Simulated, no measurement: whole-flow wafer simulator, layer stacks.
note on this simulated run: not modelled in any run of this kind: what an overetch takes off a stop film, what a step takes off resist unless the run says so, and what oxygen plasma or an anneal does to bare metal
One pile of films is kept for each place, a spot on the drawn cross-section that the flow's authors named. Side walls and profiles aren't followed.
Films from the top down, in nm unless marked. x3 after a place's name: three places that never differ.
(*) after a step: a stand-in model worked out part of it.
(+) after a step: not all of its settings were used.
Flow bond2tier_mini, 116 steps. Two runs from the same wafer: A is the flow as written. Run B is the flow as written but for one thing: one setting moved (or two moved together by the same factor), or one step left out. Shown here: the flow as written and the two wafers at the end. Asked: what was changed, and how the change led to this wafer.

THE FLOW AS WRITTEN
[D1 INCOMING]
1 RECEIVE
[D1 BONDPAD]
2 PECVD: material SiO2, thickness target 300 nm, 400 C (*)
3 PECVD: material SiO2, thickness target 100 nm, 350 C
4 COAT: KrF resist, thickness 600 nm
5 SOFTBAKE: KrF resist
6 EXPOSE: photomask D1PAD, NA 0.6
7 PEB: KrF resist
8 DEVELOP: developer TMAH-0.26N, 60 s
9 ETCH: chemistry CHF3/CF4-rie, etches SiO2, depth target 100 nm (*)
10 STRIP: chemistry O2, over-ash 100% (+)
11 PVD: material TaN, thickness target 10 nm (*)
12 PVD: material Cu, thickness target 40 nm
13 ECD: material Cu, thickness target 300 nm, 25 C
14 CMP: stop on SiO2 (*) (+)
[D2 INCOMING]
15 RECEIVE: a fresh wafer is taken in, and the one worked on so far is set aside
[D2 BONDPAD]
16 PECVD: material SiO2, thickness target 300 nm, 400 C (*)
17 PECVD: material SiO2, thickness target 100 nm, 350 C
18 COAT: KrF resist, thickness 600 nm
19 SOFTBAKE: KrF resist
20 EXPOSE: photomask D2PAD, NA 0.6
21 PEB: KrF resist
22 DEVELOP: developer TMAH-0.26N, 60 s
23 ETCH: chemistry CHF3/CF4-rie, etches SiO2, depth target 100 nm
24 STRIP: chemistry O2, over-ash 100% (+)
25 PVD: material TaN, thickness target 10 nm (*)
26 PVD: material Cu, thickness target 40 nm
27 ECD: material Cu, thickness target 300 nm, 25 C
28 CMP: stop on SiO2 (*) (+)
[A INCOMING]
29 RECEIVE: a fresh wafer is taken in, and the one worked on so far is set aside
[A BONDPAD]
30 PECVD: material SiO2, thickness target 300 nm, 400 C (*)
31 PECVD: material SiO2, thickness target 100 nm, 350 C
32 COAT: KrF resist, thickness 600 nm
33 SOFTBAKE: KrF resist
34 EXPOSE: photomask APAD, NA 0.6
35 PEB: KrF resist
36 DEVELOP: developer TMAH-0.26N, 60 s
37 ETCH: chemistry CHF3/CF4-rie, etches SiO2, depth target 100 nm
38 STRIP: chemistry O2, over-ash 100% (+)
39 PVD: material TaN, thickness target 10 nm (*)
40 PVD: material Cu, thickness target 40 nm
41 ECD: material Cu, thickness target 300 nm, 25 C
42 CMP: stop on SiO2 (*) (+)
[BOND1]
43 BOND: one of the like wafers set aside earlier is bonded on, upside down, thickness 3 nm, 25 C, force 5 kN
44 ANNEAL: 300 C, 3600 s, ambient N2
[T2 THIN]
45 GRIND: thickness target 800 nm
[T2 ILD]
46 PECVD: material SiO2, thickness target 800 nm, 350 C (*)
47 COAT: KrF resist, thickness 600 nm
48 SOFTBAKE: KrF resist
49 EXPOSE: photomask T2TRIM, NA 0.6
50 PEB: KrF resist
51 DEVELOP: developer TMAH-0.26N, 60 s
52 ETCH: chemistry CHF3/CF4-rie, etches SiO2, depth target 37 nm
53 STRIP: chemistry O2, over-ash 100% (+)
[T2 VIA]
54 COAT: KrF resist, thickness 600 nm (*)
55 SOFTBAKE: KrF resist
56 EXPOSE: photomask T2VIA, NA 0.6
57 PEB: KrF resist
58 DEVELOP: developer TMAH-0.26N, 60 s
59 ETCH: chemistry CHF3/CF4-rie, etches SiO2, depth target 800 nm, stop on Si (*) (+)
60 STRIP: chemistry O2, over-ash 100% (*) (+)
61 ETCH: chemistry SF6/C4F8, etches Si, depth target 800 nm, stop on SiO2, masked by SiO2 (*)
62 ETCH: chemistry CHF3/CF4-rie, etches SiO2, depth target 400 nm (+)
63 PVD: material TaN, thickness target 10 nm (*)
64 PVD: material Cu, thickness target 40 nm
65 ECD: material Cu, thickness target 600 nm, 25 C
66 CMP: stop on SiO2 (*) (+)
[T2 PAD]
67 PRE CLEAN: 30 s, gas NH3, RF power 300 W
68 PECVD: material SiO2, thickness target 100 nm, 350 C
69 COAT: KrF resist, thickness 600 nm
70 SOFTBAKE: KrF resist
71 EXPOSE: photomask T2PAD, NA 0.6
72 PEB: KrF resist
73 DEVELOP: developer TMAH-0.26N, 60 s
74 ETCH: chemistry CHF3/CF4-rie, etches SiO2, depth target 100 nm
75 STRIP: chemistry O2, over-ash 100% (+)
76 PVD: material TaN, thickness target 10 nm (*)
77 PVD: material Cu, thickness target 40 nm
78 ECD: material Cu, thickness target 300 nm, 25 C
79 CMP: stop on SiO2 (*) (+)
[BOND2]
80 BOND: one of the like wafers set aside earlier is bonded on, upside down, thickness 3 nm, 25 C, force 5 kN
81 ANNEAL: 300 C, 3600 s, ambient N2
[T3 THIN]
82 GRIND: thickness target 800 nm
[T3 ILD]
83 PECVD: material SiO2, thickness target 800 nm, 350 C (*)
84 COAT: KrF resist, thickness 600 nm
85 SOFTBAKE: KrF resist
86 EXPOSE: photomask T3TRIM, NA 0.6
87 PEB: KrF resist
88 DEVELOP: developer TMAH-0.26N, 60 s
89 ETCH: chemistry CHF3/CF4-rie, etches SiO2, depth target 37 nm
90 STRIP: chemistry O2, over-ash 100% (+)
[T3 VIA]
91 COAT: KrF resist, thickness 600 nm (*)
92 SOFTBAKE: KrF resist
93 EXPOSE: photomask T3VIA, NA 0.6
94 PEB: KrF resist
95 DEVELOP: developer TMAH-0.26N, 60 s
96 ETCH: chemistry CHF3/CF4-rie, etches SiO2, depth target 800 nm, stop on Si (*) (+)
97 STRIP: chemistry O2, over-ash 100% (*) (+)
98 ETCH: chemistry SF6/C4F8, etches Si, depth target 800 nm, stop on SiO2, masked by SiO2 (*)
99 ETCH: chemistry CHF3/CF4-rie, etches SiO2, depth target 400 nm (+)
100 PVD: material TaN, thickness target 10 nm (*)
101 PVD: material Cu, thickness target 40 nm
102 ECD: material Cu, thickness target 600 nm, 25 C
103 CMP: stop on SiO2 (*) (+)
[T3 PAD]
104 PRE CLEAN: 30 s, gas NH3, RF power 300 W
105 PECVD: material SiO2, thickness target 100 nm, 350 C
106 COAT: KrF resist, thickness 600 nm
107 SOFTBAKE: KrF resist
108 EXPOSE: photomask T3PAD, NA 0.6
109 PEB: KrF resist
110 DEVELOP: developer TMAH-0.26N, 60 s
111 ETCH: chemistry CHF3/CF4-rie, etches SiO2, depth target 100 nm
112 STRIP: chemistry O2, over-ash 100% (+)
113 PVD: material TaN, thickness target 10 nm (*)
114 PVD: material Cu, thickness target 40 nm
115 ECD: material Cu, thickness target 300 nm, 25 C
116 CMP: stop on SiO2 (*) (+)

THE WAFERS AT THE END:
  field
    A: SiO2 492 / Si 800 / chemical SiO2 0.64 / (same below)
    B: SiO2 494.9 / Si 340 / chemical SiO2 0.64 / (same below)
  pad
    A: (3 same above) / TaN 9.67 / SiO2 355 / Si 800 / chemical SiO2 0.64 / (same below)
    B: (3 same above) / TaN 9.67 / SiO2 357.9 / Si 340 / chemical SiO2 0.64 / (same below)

The cause: step 82, GRIND: thickness target 340 nm was run, where the flow has thickness target 800 nm.
It can be read off the wafer: field has Si 340, and step 82 as written asks for 800 nm.

How the change led to this, step by step:
  82 GRIND: thickness target 800 nm
      field, pad: A Si -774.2 um | B Si -774.66 um
  98 ETCH: chemistry SF6/C4F8, etches Si, depth target 800 nm, stop on SiO2, masked by SiO2 (*)
      field, pad: A SiO2 -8 | B SiO2 -5.1
